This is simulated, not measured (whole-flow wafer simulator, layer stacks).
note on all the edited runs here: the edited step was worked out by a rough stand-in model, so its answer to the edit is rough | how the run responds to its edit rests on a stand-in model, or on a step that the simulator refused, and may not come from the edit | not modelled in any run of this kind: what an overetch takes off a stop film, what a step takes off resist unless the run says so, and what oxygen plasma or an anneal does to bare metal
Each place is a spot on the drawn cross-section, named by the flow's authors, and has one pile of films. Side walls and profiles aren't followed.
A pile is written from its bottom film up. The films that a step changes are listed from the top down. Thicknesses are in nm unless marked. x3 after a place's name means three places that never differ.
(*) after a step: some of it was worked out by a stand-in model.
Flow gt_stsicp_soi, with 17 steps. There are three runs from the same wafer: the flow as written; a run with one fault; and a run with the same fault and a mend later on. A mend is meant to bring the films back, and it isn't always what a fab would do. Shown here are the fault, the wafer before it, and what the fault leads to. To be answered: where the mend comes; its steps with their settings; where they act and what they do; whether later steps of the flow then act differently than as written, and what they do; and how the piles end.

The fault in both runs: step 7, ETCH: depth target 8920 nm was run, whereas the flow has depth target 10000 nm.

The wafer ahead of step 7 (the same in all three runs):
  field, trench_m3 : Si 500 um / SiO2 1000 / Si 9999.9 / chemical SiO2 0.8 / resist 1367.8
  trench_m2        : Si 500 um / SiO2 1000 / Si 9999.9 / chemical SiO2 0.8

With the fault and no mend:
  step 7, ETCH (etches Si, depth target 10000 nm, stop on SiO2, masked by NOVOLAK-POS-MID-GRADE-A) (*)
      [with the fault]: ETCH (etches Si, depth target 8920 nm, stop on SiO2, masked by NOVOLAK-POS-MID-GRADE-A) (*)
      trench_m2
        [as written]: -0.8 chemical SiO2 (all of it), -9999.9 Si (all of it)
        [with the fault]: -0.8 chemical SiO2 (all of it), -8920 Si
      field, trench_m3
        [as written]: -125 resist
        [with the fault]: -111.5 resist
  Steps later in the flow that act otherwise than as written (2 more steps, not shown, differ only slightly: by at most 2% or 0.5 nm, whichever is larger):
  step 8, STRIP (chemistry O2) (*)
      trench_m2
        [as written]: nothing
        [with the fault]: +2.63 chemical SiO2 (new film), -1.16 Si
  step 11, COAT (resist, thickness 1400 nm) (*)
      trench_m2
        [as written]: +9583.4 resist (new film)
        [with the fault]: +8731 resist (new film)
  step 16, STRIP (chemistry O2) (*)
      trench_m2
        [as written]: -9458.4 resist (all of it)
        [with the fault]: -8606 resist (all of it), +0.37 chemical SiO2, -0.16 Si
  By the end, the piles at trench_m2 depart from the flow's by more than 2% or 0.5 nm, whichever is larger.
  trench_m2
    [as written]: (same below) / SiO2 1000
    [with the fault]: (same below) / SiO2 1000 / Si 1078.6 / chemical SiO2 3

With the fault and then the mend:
  The mend stands after step 7.
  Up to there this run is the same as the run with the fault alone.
  step 7a, ETCH (etches Si, depth target 1080 nm, stop on SiO2, masked by NOVOLAK-POS-MID-GRADE-A) (*) (a further turn of the flow's step 7, with different settings)
      field, trench_m3
        -13.5 resist
      trench_m2
        -1079.9 Si (all of it)
  None of the later steps of the flow acts differently than as written at any place that is followed.
  The piles end the same as the flow's at every place that both follow.
